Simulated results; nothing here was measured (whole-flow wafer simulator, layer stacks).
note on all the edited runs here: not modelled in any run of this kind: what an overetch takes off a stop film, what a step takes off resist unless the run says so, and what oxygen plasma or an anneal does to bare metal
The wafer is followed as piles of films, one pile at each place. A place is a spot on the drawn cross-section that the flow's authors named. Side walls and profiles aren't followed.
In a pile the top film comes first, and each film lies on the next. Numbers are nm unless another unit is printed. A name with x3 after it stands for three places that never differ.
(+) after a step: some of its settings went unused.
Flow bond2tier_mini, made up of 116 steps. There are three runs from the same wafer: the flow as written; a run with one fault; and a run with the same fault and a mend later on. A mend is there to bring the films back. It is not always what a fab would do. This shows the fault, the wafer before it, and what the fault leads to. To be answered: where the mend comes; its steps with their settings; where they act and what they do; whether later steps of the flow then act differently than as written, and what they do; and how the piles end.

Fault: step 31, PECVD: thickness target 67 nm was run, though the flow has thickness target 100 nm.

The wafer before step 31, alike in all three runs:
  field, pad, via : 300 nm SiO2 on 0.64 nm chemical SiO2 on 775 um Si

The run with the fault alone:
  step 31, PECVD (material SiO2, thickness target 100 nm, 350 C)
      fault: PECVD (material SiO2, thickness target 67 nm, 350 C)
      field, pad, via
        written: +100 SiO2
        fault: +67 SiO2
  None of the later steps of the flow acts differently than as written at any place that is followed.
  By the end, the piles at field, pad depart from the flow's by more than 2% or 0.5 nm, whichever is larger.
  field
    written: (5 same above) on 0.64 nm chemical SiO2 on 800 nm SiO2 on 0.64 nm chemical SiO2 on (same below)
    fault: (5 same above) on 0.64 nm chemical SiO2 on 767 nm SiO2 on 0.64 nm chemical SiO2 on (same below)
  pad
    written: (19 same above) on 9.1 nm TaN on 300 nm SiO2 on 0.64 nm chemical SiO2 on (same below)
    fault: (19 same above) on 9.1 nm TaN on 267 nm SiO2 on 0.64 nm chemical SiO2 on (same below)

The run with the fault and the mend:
  The mend follows step 36.
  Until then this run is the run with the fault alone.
  step 36a, STRIP (chemistry O2, over-ash 100%) (+)
      field
        -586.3 KrF resist (all of it)
  step 36b, PECVD (material SiO2, thickness target 33 nm, 350 C) (the flow's step 31 again, with other settings)
      field, pad, via
        +33 SiO2
  step 36c, COAT (KrF resist, thickness 600 nm) (the flow's step 32 again)
      field, pad, via
        +600 KrF resist (new film)
  step 36d, SOFTBAKE (KrF resist) (the flow's step 33 again)
      leaves every film unchanged at each place that is followed
  step 36e, EXPOSE (photomask APAD, NA 0.6) (the flow's step 34 again)
      leaves every film unchanged at each place that is followed
  step 36f, PEB (KrF resist) (the flow's step 35 again)
      leaves every film unchanged at each place that is followed
  step 36g, DEVELOP (developer TMAH-0.26N, 60 s) (the flow's step 36 again)
      pad, via
        -600 KrF resist (all of it)
      field
        -13.7 KrF resist
  None of the later steps of the flow acts differently than as written at any place that is followed.
  At every place that both follow, the piles at the end match the flow's.
